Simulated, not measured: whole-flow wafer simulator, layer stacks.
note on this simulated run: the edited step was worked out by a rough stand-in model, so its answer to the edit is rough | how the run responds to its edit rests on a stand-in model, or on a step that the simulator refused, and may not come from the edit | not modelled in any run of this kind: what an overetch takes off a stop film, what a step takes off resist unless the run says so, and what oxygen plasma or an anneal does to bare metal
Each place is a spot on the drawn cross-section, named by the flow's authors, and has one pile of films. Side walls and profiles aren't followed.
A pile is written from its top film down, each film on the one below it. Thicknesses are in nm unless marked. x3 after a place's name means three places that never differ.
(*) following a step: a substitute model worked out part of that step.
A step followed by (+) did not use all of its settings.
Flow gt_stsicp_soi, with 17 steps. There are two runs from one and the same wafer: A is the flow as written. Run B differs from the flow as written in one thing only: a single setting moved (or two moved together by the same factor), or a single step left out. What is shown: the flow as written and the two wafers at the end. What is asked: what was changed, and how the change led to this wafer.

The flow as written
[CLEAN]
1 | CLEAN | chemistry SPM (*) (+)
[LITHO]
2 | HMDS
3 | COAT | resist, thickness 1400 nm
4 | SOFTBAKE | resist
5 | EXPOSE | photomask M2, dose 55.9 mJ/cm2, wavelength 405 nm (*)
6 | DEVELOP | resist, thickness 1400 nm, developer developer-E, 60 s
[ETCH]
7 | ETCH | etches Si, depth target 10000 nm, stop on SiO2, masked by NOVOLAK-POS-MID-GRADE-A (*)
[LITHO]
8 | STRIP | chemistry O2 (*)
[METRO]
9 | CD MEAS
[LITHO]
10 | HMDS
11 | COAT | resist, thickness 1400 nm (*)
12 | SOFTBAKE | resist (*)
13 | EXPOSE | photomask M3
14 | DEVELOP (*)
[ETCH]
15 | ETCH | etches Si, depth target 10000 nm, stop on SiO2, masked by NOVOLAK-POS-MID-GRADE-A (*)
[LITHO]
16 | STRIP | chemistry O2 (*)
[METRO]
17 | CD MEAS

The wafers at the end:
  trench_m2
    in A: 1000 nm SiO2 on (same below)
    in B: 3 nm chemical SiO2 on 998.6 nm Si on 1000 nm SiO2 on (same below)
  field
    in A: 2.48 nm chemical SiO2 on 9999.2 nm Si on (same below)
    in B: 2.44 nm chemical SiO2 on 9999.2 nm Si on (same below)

Cause: step 7, ETCH: depth target 9000 nm was run, while the flow as written has depth target 10000 nm.

The path from the change to this, step by step:
  7 | ETCH | etches Si, depth target 10000 nm, stop on SiO2, masked by NOVOLAK-POS-MID-GRADE-A (*)
      trench_m2: A -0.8 chemical SiO2 (all of it), -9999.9 Si (all of it) | B -0.8 chemical SiO2 (all of it), -9000 Si
      field, trench_m3: A -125 resist | B -112.5 resist
  8 | STRIP | chemistry O2 (*)
      trench_m2: A nothing | B +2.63 chemical SiO2 (new film), -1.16 Si
  11 | COAT | resist, thickness 1400 nm (*)
      trench_m2: A +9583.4 resist (new film) | B +8794.5 resist (new film)
  16 | STRIP | chemistry O2 (*)
      trench_m2: A -9458.4 resist (all of it) | B -8669.5 resist (all of it), +0.37 chemical SiO2, -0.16 Si
